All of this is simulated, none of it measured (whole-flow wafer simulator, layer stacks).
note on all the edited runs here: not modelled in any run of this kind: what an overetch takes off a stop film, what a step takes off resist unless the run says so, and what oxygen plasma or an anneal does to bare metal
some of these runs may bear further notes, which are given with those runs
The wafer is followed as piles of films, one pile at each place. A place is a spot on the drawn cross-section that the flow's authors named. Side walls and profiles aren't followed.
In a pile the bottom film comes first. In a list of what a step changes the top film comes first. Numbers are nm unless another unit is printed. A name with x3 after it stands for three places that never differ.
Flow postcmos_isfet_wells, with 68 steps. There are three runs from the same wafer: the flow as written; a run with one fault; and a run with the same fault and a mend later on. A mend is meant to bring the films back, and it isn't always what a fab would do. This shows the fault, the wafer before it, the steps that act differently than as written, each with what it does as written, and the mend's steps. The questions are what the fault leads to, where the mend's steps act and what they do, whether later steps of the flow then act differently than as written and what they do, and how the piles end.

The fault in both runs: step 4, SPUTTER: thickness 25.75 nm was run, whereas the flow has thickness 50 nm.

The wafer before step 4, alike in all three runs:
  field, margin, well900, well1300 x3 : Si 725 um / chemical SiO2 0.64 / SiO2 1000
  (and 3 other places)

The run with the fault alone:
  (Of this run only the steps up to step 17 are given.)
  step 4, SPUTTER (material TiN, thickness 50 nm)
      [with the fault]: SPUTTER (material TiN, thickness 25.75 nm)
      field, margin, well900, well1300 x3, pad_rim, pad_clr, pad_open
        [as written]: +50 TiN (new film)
        [with the fault]: +25.8 TiN (new film)
  Every later step of the flow up to step 17 that is run acts as written at every place that is followed.
  The piles after step 17 differ from the flow's at field, margin, well900, well1300 x3, pad_rim, pad_clr, pad_open by more than 2% or 0.5 nm, whichever is larger.
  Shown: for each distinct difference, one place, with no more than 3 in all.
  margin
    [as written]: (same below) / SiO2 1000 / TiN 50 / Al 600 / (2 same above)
    [with the fault]: (same below) / SiO2 1000 / TiN 25.8 / Al 600 / (2 same above)
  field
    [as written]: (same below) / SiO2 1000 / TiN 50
    [with the fault]: (same below) / SiO2 1000 / TiN 25.8

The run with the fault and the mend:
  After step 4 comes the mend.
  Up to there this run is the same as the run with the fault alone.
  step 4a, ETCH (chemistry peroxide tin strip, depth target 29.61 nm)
      field, margin, well900, well1300 x3, pad_rim, pad_clr, pad_open
        -25.8 TiN (all of it)
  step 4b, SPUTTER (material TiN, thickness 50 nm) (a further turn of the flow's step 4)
      field, margin, well900, well1300 x3, pad_rim, pad_clr, pad_open
        +50 TiN (new film)
  Every later step of the flow that is run acts as written at every place that is followed.
  The piles end the same as the flow's at every place that both follow.
